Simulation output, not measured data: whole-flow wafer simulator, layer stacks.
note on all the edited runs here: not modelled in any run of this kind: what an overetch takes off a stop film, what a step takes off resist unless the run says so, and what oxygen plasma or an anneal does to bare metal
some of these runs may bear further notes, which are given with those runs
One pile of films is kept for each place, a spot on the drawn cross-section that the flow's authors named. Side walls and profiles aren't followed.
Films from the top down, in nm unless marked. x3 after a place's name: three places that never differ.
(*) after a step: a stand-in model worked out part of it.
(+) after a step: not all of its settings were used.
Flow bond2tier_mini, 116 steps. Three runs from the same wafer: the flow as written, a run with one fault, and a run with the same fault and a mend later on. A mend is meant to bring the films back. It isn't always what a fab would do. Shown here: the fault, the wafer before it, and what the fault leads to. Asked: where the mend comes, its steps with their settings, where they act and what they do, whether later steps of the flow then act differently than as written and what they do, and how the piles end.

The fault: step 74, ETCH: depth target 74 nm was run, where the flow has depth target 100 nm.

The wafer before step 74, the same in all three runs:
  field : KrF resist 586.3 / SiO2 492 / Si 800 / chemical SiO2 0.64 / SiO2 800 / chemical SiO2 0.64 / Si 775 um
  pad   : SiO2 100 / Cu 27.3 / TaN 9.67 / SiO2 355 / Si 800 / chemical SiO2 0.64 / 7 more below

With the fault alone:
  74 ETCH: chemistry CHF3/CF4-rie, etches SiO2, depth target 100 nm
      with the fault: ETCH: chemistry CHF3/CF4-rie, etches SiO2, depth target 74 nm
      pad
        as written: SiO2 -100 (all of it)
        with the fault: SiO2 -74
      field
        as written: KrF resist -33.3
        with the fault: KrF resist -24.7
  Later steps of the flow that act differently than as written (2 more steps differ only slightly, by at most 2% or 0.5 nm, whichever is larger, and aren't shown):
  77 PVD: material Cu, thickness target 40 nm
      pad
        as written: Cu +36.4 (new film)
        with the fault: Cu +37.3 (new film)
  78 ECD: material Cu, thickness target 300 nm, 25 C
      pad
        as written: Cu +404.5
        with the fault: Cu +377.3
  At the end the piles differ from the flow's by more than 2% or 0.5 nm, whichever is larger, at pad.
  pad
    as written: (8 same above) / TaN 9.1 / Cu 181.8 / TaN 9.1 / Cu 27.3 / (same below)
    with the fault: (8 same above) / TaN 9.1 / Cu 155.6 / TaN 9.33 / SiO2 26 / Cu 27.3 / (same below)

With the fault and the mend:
  The mend comes after step 75.
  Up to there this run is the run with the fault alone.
  75a COAT: KrF resist, thickness 600 nm (*) (the flow's step 69 once more)
      field
        KrF resist +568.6 (new film)
      pad
        KrF resist +632.7 (new film)
  75b SOFTBAKE: KrF resist (the flow's step 70 once more)
      changes no film at any place that is followed
  75c EXPOSE: photomask T2PAD, NA 0.6 (the flow's step 71 once more)
      changes no film at any place that is followed
  75d PEB: KrF resist (the flow's step 72 once more)
      changes no film at any place that is followed
  75e DEVELOP: developer TMAH-0.26N, 60 s (the flow's step 73 once more)
      field
        KrF resist -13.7
      pad
        KrF resist -632.7 (all of it)
  75f ETCH: chemistry CHF3/CF4-rie, etches SiO2, depth target 26 nm (the flow's step 74 once more, with other settings)
      field
        KrF resist -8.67
      pad
        SiO2 -26 (all of it)
  75g STRIP: chemistry O2, over-ash 100% (+) (the flow's step 75 once more)
      field
        KrF resist -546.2 (all of it)
  No later step of the flow acts differently than as written at any place that is followed.
  At the end the piles are the same as the flow's at every place that both follow.
